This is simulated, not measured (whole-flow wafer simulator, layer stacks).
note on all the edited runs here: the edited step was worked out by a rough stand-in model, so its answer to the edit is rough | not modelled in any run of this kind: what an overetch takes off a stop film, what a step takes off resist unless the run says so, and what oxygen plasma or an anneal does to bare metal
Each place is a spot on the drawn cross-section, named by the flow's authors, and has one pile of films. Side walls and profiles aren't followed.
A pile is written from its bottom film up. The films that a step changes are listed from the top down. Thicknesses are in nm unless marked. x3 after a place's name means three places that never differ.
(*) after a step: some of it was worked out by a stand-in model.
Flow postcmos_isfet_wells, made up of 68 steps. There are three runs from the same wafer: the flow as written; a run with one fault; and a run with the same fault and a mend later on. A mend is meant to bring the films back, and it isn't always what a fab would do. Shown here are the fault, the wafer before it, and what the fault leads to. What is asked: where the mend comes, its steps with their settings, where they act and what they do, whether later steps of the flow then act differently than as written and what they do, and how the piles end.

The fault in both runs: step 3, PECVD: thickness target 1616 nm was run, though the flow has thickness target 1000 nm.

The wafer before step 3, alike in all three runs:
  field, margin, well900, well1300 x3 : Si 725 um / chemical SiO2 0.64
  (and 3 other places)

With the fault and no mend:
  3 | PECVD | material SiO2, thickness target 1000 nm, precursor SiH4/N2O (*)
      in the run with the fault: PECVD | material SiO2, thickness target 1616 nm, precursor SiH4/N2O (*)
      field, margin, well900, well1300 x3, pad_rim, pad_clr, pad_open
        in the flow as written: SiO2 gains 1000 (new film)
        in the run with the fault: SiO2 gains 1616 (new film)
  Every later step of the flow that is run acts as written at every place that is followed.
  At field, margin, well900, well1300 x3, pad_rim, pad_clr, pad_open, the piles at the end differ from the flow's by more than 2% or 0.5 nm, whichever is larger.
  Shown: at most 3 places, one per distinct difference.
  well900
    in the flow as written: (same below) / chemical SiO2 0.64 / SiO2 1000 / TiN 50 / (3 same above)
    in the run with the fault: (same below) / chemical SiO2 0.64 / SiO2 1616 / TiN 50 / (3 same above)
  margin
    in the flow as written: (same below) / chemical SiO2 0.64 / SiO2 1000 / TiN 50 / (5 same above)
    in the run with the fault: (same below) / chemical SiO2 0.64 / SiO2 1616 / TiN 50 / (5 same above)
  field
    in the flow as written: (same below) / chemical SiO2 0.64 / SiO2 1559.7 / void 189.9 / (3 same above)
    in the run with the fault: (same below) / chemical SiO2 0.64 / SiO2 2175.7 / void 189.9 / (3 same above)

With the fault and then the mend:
  After step 3 comes the mend.
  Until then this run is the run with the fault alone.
  3a | ETCH | chemistry boe, depth target 616 nm
      field, margin, well900, well1300 x3, pad_rim, pad_clr, pad_open
        SiO2 loses 616
  Every later step of the flow that is run acts as written at every place that is followed.
  By the end, the piles equal the flow's at every place that both follow.
